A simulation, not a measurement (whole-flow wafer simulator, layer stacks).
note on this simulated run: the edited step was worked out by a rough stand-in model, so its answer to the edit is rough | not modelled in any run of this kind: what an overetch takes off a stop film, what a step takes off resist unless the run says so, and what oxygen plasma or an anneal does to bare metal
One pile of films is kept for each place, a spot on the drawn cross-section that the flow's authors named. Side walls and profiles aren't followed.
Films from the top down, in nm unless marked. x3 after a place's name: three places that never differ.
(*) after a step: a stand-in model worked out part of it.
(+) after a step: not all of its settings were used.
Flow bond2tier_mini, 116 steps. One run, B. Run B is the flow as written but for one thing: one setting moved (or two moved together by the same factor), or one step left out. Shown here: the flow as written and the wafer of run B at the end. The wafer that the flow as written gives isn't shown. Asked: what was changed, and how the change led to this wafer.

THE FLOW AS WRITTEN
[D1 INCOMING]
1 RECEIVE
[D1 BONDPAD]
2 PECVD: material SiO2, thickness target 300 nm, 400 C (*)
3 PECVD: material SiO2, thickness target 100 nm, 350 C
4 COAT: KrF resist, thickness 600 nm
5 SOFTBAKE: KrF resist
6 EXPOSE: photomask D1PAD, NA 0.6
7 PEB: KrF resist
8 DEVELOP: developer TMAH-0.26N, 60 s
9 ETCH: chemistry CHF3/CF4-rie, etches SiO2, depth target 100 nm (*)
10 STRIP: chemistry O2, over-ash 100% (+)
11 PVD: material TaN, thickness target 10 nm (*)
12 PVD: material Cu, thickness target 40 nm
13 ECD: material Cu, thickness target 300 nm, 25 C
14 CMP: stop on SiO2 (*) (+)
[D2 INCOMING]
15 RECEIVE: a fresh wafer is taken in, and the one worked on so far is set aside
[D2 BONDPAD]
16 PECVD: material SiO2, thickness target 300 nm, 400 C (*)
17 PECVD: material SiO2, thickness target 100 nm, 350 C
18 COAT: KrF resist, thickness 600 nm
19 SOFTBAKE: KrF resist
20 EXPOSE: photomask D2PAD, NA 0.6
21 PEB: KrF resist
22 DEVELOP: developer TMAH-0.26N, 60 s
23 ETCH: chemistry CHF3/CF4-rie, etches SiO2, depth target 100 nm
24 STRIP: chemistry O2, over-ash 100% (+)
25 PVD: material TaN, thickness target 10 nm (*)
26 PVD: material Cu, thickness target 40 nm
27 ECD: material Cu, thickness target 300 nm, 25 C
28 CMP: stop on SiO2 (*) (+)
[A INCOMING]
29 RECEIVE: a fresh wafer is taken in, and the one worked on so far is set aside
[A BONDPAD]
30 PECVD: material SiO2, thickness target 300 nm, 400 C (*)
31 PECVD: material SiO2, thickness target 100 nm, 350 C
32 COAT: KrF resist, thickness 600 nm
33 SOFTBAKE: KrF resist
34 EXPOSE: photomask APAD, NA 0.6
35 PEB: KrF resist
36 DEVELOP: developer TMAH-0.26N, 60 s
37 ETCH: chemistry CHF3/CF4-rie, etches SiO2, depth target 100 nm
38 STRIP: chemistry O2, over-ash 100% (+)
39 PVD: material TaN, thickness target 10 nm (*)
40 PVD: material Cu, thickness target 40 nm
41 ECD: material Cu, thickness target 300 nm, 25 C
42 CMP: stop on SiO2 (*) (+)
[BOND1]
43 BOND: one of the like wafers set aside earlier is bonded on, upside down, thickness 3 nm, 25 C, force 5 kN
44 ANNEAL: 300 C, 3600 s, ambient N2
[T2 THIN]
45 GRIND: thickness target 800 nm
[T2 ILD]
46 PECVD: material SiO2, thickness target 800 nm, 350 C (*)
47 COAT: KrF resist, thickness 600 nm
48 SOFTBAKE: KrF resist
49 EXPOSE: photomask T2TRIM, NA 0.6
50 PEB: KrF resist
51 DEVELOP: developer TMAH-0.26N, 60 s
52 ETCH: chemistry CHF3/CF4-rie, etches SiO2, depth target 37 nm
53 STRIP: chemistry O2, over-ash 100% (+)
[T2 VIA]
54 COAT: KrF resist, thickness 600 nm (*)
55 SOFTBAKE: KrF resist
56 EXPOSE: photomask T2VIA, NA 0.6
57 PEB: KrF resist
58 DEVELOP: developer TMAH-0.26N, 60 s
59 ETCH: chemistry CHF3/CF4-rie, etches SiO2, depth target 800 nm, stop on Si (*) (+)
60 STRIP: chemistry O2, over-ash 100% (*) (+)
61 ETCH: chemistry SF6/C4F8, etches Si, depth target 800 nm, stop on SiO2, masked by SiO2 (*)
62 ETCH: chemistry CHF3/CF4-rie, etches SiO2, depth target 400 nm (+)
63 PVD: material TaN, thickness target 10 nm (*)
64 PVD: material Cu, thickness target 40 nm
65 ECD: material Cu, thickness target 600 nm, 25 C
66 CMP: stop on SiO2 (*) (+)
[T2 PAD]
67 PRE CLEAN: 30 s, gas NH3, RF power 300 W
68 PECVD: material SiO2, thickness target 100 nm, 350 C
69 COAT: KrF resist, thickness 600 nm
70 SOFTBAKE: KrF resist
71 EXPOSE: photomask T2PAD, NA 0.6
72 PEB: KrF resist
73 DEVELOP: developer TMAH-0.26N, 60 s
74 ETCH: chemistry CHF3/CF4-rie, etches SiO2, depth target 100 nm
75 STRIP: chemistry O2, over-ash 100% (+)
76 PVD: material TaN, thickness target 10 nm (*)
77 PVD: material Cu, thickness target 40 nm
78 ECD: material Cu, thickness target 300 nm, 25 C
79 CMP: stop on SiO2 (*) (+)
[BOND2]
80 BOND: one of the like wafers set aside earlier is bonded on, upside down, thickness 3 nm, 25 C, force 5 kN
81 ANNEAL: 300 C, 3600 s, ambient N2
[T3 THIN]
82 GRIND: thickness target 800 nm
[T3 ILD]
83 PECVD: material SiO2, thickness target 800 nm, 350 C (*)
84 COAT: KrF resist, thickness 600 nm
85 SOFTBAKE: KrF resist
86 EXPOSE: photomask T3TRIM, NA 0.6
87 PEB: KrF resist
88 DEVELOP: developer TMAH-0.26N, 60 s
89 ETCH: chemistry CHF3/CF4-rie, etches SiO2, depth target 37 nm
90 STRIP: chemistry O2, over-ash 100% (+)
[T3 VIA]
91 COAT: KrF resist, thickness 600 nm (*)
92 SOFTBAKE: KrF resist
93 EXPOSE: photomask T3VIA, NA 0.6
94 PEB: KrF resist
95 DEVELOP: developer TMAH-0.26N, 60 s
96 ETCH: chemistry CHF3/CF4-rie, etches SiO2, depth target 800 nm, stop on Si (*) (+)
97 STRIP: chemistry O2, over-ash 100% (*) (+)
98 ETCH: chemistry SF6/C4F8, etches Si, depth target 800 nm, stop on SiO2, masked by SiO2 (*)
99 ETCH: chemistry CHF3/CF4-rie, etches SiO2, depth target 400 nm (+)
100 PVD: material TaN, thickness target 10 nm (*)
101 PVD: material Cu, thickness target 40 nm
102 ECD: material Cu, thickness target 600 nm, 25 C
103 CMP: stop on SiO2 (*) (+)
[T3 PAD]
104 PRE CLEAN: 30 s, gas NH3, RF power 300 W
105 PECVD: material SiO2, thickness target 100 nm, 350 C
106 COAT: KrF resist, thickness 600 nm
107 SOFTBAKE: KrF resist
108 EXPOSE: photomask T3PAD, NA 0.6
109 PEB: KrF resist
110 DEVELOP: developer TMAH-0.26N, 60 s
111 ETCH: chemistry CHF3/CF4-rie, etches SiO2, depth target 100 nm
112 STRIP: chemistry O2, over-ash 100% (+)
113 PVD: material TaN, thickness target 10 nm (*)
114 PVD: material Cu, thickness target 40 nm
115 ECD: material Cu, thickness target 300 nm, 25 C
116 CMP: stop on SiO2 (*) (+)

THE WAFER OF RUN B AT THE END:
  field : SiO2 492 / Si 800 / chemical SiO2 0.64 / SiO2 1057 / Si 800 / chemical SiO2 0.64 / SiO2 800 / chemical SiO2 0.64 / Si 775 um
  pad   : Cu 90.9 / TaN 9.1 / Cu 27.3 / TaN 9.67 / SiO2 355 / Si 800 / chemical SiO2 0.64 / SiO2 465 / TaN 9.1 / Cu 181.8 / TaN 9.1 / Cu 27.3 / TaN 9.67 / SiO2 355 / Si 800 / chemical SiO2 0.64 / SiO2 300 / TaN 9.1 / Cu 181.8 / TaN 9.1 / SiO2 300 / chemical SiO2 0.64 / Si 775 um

The cause: step 16, PECVD: thickness target 465 nm was run, where the flow has thickness target 300 nm.
It can be read off the wafer: pad has SiO2 465, and step 16 as written asks for 300 nm.

How the change led to this, step by step:
  16 PECVD: material SiO2, thickness target 300 nm, 400 C (*)
      field, pad, via: SiO2 +465 (new film) (as written it would be: SiO2 +300 (new film))
  80 BOND: one of the like wafers set aside earlier is bonded on, upside down, thickness 3 nm, 25 C, force 5 kN
      field: Si +775 um (new film), chemical SiO2 +0.64 (new film), SiO2 +565 (as written it would be: Si +775 um (new film), chemical SiO2 +0.64 (new film), SiO2 +400)
      pad: Si +775 um (new film), chemical SiO2 +0.64 (new film), SiO2 +465 (new film), TaN +9.1 (new film), Cu +90.9 (as written it would be: Si +775 um (new film), chemical SiO2 +0.64 (new film), SiO2 +300 (new film), TaN +9.1 (new film), Cu +90.9)
